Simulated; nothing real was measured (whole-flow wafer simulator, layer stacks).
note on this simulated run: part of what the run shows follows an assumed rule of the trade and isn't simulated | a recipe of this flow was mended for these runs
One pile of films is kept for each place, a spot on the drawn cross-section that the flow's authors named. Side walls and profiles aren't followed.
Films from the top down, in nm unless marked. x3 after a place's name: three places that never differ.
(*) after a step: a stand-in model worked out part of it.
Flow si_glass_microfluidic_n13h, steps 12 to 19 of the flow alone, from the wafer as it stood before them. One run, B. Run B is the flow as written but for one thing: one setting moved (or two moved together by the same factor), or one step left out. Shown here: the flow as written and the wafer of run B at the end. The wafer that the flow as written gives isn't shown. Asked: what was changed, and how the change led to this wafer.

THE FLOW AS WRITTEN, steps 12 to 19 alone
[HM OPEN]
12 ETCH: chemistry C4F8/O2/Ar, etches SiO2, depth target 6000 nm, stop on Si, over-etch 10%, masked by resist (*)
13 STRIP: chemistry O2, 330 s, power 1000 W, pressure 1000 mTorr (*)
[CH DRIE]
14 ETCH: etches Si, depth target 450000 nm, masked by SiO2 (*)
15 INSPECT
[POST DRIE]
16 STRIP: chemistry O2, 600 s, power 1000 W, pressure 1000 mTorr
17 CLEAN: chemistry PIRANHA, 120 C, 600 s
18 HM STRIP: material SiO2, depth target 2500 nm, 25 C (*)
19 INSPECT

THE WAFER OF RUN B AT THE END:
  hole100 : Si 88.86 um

The cause: step 12, ETCH: over-etch 7.6% was run, where the flow has over-etch 10%.

How the change led to this, step by step:
  12 ETCH: chemistry C4F8/O2/Ar, etches SiO2, depth target 6000 nm, stop on Si, over-etch 10%, masked by resist (*)
      land: thick-i-line-resist -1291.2 (as written it would be: thick-i-line-resist -1320)
      hole100: SiO2 -6000 (all of it), Si -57 (as written it would be: SiO2 -6000 (all of it), Si -75)
